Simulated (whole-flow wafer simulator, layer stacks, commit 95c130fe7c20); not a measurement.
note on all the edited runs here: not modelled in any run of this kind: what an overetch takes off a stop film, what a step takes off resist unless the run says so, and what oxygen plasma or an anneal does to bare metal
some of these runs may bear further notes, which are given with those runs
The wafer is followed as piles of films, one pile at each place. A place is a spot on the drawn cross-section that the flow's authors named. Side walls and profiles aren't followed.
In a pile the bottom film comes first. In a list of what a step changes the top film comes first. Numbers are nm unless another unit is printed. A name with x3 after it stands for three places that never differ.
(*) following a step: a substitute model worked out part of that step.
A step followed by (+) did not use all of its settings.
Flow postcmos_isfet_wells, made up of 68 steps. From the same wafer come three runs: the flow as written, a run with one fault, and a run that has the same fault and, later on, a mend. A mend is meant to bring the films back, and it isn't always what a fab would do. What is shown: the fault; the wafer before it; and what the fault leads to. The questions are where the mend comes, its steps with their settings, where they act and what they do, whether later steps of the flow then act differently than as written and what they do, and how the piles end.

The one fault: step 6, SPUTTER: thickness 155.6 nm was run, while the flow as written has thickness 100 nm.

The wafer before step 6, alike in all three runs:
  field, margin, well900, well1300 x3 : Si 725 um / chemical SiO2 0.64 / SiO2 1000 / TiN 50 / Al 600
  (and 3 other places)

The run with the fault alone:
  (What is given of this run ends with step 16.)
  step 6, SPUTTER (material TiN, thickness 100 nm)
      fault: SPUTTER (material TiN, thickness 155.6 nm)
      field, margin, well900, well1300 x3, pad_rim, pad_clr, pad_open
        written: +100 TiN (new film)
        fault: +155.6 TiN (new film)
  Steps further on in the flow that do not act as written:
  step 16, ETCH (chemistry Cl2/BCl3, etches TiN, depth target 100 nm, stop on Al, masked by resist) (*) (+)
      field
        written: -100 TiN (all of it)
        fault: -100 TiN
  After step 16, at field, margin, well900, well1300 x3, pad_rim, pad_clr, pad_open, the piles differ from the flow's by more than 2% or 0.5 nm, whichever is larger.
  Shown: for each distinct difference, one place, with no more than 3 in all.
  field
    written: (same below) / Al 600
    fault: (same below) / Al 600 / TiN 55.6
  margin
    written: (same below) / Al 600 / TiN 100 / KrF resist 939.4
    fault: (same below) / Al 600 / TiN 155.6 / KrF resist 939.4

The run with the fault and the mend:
  After step 6 comes the mend.
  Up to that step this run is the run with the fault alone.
  step 6a, ETCH (chemistry peroxide tin strip, depth target 55.6 nm)
      field, margin, well900, well1300 x3, pad_rim, pad_clr, pad_open
        -55.6 TiN
  Every later step of the flow that is run acts as written at every place that is followed.
  At every place that both follow, the piles at the end match the flow's.
